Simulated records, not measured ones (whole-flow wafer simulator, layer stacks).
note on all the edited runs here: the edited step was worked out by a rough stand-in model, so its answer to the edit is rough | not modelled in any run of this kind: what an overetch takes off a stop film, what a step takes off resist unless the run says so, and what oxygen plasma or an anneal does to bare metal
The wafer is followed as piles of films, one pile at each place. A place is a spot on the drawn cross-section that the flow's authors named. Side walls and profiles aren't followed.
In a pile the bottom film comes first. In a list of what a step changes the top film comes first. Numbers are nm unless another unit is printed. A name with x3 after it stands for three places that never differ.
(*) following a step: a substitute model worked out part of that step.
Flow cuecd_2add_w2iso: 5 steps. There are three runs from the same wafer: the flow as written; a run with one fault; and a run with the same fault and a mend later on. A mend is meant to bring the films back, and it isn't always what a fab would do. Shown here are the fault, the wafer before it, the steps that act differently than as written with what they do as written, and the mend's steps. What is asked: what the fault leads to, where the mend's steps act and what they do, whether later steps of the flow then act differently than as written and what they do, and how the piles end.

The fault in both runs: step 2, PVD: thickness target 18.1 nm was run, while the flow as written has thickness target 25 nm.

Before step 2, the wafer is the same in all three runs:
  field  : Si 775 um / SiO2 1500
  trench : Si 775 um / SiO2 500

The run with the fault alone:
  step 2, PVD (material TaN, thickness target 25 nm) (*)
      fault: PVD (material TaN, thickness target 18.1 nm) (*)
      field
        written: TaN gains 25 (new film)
        fault: TaN gains 18.1 (new film)
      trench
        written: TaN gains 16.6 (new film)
        fault: TaN gains 12 (new film)
  None of the later steps of the flow differs from how it acts as written, at any place that is followed, by more than 2% or 0.5 nm, whichever is larger.
  At field, trench, the piles at the end differ from the flow's by more than 2% or 0.5 nm, whichever is larger.
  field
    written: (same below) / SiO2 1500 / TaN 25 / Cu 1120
    fault: (same below) / SiO2 1500 / TaN 18.1 / Cu 1120
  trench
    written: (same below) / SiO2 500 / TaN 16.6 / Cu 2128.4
    fault: (same below) / SiO2 500 / TaN 12 / Cu 2126.1

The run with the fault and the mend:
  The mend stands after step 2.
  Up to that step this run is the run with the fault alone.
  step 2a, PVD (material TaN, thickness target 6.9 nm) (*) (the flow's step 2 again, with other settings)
      field
        TaN gains 6.9
      trench
        TaN gains 4.55
  None of the later steps of the flow acts differently than as written at any place that is followed.
  At every place that both follow, the piles at the end match the flow's.
